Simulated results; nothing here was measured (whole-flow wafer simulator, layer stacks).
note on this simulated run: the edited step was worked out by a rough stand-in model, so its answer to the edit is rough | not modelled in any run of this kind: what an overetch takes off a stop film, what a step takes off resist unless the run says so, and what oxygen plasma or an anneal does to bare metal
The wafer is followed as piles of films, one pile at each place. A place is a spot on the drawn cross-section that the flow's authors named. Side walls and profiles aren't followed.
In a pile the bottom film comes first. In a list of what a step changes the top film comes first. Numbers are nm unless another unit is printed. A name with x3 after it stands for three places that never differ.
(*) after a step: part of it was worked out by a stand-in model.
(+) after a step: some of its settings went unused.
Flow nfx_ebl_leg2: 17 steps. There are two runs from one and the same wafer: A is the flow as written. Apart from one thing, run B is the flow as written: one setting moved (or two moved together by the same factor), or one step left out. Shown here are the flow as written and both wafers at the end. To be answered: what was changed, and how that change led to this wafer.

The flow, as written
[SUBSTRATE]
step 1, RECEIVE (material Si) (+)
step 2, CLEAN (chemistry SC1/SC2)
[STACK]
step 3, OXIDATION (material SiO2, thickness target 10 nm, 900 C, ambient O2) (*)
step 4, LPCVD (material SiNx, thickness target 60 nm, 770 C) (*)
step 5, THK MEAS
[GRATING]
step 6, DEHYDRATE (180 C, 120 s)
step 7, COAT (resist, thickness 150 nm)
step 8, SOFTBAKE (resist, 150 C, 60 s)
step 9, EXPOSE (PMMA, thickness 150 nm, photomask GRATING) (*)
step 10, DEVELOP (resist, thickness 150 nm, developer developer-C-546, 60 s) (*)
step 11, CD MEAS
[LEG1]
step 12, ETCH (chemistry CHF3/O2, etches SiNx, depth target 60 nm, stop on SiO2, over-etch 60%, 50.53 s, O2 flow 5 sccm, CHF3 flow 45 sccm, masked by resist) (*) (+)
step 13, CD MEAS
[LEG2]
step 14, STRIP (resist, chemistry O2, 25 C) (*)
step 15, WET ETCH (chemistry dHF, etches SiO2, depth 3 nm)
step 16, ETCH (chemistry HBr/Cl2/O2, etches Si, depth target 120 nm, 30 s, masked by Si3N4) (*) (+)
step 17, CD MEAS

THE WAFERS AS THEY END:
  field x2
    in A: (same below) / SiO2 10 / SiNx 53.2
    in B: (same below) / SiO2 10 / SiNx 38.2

What caused this: step 4, LPCVD: thickness target 45 nm was run, though the flow has thickness target 60 nm.

Step by step, how the change led to this:
  step 4, LPCVD (material SiNx, thickness target 60 nm, 770 C) (*)
      field x2, pad x2: A +60 SiNx (new film) | B +45 SiNx (new film)
  step 12, ETCH (chemistry CHF3/O2, etches SiNx, depth target 60 nm, stop on SiO2, over-etch 60%, 50.53 s, O2 flow 5 sccm, CHF3 flow 45 sccm, masked by resist) (*) (+)
      pad x2: A -60 SiNx (all of it), -10 SiO2 (all of it) | B -45 SiNx (all of it), -10 SiO2 (all of it)
